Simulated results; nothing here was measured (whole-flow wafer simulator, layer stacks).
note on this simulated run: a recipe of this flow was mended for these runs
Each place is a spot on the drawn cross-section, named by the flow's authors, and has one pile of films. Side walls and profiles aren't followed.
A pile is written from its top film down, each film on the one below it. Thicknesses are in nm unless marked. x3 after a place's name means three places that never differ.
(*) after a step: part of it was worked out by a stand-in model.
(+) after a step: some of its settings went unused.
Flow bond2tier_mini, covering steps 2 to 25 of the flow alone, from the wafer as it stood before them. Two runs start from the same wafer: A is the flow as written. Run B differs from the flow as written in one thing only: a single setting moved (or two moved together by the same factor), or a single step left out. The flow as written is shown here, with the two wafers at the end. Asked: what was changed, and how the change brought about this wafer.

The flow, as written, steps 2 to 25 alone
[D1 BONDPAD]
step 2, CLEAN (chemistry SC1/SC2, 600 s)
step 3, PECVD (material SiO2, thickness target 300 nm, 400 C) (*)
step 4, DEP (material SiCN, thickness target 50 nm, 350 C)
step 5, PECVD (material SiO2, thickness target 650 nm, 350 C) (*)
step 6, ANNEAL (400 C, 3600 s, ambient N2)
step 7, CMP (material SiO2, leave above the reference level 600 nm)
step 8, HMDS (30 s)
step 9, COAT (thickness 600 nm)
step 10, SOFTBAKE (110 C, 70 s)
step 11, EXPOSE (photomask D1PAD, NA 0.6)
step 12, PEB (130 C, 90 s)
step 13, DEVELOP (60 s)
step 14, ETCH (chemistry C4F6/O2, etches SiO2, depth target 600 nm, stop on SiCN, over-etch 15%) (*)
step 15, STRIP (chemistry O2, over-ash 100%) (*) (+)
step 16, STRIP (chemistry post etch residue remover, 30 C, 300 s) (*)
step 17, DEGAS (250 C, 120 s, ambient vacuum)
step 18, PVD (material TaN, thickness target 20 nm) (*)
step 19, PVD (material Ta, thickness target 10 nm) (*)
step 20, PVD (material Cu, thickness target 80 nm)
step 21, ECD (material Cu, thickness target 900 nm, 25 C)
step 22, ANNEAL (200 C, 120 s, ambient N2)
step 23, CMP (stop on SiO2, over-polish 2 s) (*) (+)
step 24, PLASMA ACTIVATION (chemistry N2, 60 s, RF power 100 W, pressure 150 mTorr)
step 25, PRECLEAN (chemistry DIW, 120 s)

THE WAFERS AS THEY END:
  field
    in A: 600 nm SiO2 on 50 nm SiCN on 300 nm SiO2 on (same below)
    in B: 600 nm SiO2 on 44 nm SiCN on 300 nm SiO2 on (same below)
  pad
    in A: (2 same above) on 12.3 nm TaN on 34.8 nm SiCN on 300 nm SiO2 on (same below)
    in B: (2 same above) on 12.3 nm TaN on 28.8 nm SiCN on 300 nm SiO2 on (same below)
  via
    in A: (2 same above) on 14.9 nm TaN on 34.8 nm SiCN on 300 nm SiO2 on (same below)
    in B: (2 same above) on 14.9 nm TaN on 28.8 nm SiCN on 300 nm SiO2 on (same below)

What caused this: step 4, DEP: thickness target 44 nm was run, while the flow as written has thickness target 50 nm.
The wafer lets one read it off: field has SiCN 44, and step 4 as written asks for 50 nm.

The path from the change to this, step by step:
  step 4, DEP (material SiCN, thickness target 50 nm, 350 C)
      field, pad, via: A +50 SiCN (new film) | B +44 SiCN (new film)
